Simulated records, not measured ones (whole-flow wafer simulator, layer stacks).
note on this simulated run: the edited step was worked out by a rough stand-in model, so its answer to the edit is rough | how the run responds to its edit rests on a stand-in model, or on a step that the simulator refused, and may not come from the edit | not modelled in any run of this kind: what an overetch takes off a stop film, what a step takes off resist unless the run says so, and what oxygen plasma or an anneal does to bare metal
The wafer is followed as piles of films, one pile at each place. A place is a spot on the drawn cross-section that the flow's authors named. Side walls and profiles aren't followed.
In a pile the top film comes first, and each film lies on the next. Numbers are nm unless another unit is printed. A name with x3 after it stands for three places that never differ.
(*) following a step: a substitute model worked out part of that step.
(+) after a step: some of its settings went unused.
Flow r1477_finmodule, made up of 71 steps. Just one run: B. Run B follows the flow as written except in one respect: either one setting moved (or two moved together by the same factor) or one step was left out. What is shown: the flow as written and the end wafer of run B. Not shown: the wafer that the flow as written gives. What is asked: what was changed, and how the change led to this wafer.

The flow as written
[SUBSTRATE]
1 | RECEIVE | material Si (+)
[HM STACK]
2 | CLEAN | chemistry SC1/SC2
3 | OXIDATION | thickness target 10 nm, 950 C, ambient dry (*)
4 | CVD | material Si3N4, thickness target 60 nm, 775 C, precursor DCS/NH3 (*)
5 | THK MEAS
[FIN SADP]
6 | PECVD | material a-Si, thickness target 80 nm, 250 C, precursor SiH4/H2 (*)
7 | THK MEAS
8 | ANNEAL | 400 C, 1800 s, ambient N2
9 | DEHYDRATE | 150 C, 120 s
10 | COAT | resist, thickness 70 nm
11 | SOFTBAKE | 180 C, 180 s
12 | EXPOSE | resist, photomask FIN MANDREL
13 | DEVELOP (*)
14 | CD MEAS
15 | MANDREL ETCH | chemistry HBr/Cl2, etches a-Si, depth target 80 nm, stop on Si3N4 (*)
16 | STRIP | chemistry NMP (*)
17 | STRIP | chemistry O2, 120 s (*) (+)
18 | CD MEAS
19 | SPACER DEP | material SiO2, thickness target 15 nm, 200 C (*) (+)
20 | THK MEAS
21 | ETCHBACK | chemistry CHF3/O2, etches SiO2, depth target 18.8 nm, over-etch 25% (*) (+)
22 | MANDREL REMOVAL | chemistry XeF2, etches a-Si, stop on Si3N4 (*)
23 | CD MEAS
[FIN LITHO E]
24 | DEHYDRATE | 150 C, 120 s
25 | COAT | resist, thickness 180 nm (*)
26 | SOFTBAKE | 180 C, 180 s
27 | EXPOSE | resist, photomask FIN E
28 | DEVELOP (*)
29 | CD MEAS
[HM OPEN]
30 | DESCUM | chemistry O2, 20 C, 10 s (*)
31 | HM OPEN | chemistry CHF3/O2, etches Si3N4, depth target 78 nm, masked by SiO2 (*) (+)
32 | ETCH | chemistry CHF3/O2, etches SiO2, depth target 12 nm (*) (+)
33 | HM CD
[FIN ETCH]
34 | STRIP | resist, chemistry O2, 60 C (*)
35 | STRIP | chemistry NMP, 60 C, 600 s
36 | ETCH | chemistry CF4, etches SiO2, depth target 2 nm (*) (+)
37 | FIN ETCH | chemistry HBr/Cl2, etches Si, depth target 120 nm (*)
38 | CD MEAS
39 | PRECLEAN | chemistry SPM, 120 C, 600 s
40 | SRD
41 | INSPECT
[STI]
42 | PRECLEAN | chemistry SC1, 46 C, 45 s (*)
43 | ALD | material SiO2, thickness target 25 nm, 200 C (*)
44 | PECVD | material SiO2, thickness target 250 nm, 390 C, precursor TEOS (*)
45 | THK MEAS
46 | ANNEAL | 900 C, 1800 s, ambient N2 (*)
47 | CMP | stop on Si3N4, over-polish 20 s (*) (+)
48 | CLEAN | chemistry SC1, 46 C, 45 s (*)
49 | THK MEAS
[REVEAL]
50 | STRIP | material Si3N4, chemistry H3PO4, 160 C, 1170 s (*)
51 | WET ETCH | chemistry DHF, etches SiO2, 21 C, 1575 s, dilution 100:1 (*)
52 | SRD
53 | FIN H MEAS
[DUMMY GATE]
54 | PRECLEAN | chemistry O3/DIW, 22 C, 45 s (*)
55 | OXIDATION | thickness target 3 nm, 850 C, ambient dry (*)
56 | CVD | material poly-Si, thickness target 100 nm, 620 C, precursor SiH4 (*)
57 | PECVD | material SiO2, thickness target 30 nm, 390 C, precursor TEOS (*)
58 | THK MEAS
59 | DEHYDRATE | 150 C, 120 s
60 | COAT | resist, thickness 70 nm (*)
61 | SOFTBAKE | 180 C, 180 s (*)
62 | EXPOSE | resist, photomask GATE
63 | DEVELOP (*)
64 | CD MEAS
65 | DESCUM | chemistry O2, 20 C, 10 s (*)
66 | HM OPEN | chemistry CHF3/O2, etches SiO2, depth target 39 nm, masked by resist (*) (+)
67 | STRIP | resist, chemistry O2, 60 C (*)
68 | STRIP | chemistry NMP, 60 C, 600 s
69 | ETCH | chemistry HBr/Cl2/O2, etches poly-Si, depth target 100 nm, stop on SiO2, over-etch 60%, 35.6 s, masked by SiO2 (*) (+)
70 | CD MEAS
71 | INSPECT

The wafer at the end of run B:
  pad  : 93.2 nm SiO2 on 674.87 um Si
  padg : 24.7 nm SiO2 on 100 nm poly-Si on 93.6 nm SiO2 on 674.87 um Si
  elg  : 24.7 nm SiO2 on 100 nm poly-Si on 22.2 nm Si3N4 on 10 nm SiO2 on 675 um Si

What caused this: step 4, CVD: thickness target 50.4 nm was run, whereas the flow has thickness target 60 nm.

Step by step, how the change led to this:
  4 | CVD | material Si3N4, thickness target 60 nm, 775 C, precursor DCS/NH3 (*)
      pad, padg, elg and 33 more: +50.4 Si3N4 (new film) (it would be, as written: +60 Si3N4 (new film))
  31 | HM OPEN | chemistry CHF3/O2, etches Si3N4, depth target 78 nm, masked by SiO2 (*) (+)
      s40cg, s45cg, s50cg, s40co, s45co, s50co: -50.4 Si3N4 (all of it), -10 SiO2 (all of it) (it would be, as written: -60 Si3N4 (all of it), -9 SiO2)
      pad, padg, esg and 13 more: -46.8 Si3N4 (all of it), -10 SiO2 (all of it) (it would be, as written: -56.4 Si3N4 (all of it), -10 SiO2 (all of it))
      (as well as at 14 more places)
  32 | ETCH | chemistry CHF3/O2, etches SiO2, depth target 12 nm (*) (+)
      s40cg, s40co: -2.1 Si (it would be, as written: -1 SiO2 (all of it), -2.2 Si)
      s45cg, s45co: -2.13 Si (it would be, as written: -1 SiO2 (all of it), -2.2 Si)
      (as well as at 2 more places)
  34 | STRIP | resist, chemistry O2, 60 C (*)
      elg, e40lg, e100lg, e200lg, elo, e40lo, e100lo, e200lo: -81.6 resist (all of it) (it would be, as written: -73.8 resist (all of it))
  43 | ALD | material SiO2, thickness target 25 nm, 200 C (*)
      s40cg, s45cg, s40co, s45co: +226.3 SiO2 (new film) (it would be, as written: +232.1 SiO2 (new film))
      s50cg, s50co: +226.4 SiO2 (new film) (it would be, as written: +232.1 SiO2 (new film))
      (as well as at 1 more place)
  47 | CMP | stop on Si3N4, over-polish 20 s (*) (+)
      pad, padg, e40sg and 11 more: -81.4 SiO2 (it would be, as written: -71.8 SiO2)
      eso: -82 SiO2 (it would be, as written: -72.4 SiO2)
  50 | STRIP | material Si3N4, chemistry H3PO4, 160 C, 1170 s (*)
      s40sg_line, s45sg_line, s50sg_line, s40so_line, s45so_line, s50so_line: -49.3 Si3N4 (all of it), -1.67 SiO2 (it would be, as written: -58.9 Si3N4 (all of it), -1.37 SiO2)
  56 | CVD | material poly-Si, thickness target 100 nm, 620 C, precursor SiH4 (*)
      s40cg, s40co: +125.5 poly-Si (new film) (it would be, as written: +113.9 poly-Si (new film))
      s45cg, s45co: +125.5 poly-Si (new film) (it would be, as written: +113.4 poly-Si (new film))
      (as well as at 2 more places)
  60 | COAT | resist, thickness 70 nm (*)
      s40cg, s40co: +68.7 resist (new film) (it would be, as written: +70.6 resist (new film))
      s40sg, s40so: +100.7 resist (new film) (it would be, as written: +91 resist (new film))
      (as well as at 8 more places)
  63 | DEVELOP (*)
      s40co: -68.7 resist (all of it) (it would be, as written: -70.6 resist (all of it))
      s40so: -100.7 resist (all of it) (it would be, as written: -91 resist (all of it))
      (as well as at 4 more places)
  67 | STRIP | resist, chemistry O2, 60 C (*)
      s40cg: -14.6 resist (all of it) (it would be, as written: -16.5 resist (all of it))
      s40sg: -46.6 resist (all of it) (it would be, as written: -36.9 resist (all of it))
      (as well as at 5 more places)
  69 | ETCH | chemistry HBr/Cl2/O2, etches poly-Si, depth target 100 nm, stop on SiO2, over-etch 60%, 35.6 s, masked by SiO2 (*) (+)
      s40co: -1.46 chemical SiO2 (all of it), -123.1 poly-Si (all of it), -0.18 SiO2 (it would be, as written: -1.46 chemical SiO2 (all of it), -111.5 poly-Si (all of it), -0.24 SiO2)
      s45co: -1.46 chemical SiO2 (all of it), -123.1 poly-Si (all of it), -0.18 SiO2 (it would be, as written: -1.46 chemical SiO2 (all of it), -110.9 poly-Si (all of it), -0.25 SiO2)
      (as well as at 1 more place)
